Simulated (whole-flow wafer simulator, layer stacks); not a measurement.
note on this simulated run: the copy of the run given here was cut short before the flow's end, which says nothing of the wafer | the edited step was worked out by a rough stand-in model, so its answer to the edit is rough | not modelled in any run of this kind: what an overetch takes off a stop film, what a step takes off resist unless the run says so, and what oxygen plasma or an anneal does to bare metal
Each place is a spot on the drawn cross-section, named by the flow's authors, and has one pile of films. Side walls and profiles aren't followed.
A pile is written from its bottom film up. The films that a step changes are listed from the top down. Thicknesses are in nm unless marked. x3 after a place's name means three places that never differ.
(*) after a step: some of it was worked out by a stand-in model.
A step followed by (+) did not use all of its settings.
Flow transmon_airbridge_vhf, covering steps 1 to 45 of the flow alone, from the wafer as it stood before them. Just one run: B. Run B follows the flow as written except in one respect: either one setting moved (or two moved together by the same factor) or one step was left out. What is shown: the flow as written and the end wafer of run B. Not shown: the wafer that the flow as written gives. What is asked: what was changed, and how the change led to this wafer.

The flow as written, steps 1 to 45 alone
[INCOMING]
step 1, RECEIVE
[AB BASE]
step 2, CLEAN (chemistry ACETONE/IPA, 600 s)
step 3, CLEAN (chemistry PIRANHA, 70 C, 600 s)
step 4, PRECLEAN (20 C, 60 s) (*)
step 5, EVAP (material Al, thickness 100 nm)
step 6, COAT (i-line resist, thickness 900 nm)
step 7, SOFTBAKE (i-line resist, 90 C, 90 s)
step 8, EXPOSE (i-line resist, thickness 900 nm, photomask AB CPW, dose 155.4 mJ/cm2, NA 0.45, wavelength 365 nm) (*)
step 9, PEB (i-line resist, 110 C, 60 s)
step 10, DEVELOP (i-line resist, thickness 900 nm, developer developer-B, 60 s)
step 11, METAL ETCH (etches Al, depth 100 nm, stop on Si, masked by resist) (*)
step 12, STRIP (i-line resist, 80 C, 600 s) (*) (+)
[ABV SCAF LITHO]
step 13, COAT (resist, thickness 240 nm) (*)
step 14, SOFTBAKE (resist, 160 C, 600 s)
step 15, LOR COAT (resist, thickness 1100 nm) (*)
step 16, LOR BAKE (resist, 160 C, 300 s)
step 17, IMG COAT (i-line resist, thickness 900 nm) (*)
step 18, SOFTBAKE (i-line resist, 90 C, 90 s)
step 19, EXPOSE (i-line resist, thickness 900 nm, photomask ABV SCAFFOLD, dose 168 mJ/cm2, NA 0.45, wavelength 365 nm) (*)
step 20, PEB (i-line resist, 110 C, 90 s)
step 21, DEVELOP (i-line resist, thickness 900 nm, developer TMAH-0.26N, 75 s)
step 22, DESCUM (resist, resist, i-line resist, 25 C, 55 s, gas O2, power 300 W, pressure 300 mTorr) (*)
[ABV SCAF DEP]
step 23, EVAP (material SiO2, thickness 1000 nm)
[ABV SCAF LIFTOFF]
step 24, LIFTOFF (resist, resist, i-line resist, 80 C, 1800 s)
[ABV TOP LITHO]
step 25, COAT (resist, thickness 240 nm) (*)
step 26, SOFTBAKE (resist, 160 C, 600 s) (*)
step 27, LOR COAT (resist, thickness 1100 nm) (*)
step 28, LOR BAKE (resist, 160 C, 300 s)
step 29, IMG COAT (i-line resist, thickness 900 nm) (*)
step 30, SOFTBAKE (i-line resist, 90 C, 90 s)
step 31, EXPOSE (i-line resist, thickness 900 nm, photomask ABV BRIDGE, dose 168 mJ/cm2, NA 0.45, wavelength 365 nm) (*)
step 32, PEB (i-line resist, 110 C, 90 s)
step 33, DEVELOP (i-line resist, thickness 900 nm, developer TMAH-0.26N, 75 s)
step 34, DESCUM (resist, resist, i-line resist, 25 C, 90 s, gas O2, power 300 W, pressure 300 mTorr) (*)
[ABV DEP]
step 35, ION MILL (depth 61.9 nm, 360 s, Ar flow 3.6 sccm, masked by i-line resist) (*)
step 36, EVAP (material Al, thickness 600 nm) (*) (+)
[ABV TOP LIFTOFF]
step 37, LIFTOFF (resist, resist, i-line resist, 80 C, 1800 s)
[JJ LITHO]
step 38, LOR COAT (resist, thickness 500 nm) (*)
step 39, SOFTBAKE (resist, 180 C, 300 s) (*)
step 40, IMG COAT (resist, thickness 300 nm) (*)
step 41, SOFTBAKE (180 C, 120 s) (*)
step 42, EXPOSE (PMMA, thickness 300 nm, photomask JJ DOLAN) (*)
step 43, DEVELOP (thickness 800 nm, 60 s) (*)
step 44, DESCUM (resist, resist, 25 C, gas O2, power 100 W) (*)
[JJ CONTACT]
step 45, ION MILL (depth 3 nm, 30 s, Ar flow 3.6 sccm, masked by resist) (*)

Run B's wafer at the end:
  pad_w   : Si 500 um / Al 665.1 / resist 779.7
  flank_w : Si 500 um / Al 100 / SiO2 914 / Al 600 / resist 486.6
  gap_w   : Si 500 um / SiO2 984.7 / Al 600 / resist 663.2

What caused this: step 35, ION MILL: 153 s was run, though the flow has 360 s.

The path from the change to this, step by step:
  step 35, ION MILL (depth 61.9 nm, 360 s, Ar flow 3.6 sccm, masked by i-line resist) (*)
      field x3, jj_line, ground_far, trace_open_s x2, margin_s, margin_n: -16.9 i-line resist (as written it would have been: -39.7 i-line resist)
      flank_w, gap_w, cpw_trace, gap_e, flank_e, bridge_strip: -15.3 SiO2 (as written it would have been: -36 SiO2)
      (as well as at 2 more places)
  step 37, LIFTOFF (resist, resist, i-line resist, 80 C, 1800 s)
      field x3, jj_line, trace_open_s x2: -600 Al (all of it), -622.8 i-line resist (all of it), -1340 resist (all of it) (as written it would have been: -600 Al (all of it), -600 i-line resist (all of it), -1340 resist (all of it))
      margin_s, margin_n: -600 Al (all of it), -341.1 i-line resist (all of it), -992 resist (all of it) (as written it would have been: -600 Al (all of it), -318.3 i-line resist (all of it), -992 resist (all of it))
      (as well as at 1 more place)
